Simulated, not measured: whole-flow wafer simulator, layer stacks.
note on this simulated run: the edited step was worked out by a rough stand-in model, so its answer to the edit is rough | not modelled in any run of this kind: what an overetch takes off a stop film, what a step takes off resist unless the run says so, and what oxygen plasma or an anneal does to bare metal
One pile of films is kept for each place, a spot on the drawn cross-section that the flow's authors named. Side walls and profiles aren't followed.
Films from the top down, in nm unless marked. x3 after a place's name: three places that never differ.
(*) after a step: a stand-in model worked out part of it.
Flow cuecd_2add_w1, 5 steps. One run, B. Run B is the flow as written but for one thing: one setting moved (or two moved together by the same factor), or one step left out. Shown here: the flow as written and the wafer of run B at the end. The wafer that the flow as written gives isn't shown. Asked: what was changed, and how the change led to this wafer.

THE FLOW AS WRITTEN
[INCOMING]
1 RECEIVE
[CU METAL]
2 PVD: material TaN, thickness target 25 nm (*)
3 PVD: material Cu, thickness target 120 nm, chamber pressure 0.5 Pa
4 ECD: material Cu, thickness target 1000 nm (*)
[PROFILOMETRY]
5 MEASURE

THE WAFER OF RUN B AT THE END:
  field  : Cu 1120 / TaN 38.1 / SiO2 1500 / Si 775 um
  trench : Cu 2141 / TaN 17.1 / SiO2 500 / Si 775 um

The cause: step 2, PVD: thickness target 38.1 nm was run, where the flow has thickness target 25 nm.
It can be read off the wafer: field has TaN 38.1, and step 2 as written asks for 25 nm.

How the change led to this, step by step:
  2 PVD: material TaN, thickness target 25 nm (*)
      field: TaN +38.1 (new film) (as written it would be: TaN +25 (new film))
      trench: TaN +17.1 (new film) (as written it would be: TaN +11.2 (new film))
